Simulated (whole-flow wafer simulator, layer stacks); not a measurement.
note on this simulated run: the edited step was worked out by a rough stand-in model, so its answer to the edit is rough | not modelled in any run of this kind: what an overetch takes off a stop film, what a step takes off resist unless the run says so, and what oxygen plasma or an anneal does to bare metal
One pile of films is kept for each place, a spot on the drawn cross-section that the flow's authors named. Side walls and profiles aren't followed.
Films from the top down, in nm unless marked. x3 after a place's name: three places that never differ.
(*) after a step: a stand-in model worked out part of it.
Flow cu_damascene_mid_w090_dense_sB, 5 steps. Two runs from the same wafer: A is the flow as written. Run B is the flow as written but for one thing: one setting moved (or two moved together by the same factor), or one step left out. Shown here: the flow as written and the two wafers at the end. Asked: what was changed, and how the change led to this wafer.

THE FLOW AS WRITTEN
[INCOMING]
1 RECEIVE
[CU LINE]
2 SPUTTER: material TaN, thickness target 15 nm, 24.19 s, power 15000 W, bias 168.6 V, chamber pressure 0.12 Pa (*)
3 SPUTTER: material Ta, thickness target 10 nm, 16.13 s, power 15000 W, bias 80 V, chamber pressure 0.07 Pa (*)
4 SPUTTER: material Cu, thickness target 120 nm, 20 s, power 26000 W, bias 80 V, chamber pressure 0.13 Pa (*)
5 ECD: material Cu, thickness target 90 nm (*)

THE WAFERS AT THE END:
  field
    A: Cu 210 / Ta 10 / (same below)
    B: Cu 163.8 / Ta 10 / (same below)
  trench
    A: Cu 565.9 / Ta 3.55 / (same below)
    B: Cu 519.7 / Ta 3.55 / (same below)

The cause: step 5, ECD: thickness target 43.8 nm was run, where the flow has thickness target 90 nm.

How the change led to this, step by step:
  5 ECD: material Cu, thickness target 90 nm (*)
      field: A Cu +90 | B Cu +43.8
      trench: A Cu +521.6 | B Cu +475.4
